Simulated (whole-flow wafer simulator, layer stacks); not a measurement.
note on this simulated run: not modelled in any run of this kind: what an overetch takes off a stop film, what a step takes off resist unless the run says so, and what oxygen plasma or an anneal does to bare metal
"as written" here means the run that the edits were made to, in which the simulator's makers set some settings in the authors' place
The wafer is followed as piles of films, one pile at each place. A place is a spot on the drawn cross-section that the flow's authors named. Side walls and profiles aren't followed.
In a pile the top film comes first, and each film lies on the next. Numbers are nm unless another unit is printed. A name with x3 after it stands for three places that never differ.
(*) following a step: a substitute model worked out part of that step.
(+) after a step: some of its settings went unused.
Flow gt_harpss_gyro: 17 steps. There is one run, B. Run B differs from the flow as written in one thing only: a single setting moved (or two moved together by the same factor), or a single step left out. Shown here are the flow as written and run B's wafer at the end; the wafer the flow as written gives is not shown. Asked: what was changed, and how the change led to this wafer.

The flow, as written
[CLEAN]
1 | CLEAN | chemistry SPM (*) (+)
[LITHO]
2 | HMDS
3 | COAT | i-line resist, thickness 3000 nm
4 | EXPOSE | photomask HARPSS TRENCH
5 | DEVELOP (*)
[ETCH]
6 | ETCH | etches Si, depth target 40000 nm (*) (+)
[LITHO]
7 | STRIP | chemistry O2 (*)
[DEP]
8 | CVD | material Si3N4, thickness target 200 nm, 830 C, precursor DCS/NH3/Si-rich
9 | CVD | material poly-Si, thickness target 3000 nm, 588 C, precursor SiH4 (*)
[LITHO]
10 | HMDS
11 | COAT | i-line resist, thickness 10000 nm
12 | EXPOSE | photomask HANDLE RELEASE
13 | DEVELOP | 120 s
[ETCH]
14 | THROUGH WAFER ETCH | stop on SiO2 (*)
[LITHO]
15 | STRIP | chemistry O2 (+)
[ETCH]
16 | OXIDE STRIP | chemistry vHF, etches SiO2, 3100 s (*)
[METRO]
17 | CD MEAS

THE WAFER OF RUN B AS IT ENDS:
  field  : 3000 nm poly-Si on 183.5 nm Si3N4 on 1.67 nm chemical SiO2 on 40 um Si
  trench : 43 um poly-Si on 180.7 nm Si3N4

The reason: step 8, CVD: 819 C was run, whereas the flow has 830 C.

How this came from the change, step by step:
  8 | CVD | material Si3N4, thickness target 200 nm, 830 C, precursor DCS/NH3/Si-rich
      field: +183.5 Si3N4 (new film) (in the flow as written it would be: +200 Si3N4 (new film))
      trench: +180.7 Si3N4 (new film) (in the flow as written it would be: +195.9 Si3N4 (new film))
  9 | CVD | material poly-Si, thickness target 3000 nm, 588 C, precursor SiH4 (*)
      trench: +43 um poly-Si (new film) (in the flow as written it would be: +43.01 um poly-Si (new film))
